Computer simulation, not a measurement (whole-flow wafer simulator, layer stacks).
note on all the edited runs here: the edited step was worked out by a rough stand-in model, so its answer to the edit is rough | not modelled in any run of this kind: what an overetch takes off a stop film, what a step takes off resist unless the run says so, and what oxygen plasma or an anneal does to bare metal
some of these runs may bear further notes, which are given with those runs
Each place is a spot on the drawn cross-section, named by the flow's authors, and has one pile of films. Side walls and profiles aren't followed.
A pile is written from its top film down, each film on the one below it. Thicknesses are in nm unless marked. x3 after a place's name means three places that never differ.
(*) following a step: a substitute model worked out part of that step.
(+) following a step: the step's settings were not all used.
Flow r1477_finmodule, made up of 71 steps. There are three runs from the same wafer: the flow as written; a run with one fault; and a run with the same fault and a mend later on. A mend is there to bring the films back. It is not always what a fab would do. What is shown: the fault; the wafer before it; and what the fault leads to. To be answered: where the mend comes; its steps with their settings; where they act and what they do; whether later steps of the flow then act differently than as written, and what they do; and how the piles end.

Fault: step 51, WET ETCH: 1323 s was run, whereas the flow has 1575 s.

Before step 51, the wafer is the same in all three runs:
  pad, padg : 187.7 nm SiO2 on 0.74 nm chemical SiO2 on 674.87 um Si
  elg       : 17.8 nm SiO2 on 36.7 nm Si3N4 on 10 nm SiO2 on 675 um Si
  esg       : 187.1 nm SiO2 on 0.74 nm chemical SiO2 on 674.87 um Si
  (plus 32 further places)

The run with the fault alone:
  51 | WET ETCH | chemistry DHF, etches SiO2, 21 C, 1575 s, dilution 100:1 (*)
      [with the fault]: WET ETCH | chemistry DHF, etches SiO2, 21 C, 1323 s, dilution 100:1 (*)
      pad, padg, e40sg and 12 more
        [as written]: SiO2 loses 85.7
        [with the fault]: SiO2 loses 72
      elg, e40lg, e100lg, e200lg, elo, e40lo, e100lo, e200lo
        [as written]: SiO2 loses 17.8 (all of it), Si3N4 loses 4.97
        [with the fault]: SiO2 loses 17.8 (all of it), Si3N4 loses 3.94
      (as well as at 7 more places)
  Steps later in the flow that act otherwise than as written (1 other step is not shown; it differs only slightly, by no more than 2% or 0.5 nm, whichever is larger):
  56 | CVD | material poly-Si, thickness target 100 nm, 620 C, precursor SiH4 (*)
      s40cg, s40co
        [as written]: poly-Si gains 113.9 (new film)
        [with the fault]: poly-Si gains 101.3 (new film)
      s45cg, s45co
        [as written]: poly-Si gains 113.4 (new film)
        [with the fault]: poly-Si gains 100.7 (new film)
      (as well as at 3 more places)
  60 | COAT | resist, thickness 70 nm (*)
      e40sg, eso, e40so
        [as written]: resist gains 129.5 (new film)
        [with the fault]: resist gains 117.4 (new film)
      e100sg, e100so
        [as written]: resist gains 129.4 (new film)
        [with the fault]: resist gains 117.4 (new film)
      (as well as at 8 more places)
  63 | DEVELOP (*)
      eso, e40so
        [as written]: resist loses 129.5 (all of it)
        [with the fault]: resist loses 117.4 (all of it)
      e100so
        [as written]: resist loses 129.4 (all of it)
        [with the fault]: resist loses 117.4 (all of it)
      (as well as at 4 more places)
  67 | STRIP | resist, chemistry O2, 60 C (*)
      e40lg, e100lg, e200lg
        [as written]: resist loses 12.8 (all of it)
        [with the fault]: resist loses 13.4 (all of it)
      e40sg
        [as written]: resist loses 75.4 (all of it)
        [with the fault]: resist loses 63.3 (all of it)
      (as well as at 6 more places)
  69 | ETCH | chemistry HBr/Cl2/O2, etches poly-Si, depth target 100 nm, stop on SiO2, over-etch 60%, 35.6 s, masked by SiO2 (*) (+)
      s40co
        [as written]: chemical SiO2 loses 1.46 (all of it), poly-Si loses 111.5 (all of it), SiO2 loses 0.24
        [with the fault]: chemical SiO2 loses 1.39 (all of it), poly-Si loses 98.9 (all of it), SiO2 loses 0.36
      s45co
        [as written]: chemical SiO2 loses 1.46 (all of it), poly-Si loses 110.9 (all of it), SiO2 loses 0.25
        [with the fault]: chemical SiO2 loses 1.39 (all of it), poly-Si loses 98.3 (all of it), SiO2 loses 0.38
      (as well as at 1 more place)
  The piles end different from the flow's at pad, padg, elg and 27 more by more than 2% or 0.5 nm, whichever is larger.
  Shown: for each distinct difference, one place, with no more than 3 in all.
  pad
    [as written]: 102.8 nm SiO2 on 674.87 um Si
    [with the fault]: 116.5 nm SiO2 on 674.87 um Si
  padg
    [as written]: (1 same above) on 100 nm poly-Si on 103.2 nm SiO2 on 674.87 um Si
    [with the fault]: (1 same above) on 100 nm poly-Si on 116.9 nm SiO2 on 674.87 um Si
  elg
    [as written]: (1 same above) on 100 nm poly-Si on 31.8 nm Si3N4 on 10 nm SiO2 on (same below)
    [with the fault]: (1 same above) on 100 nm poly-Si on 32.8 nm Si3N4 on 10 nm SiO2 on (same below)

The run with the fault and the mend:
  The mend stands after step 51.
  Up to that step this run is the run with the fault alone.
  51a | WET ETCH | chemistry DHF, etches SiO2, 21 C, 252 s, dilution 100:1 (*) (the flow's step 51 again, with other settings)
      pad, padg, e40sg and 12 more
        SiO2 loses 13.7
      elg, e40lg, e100lg, e200lg, elo, e40lo, e100lo, e200lo
        Si3N4 loses 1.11
      esg, s40cg, s45cg, s50cg, s40co, s45co, s50co
        SiO2 loses 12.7
  Later steps of the flow that are run all act as written at every place that is followed, up to a difference of at most 2% or 0.5 nm, whichever is larger.
  At the end the piles are close to the flow's at the places that both follow, differing by at most 2% or 0.5 nm, whichever is larger.
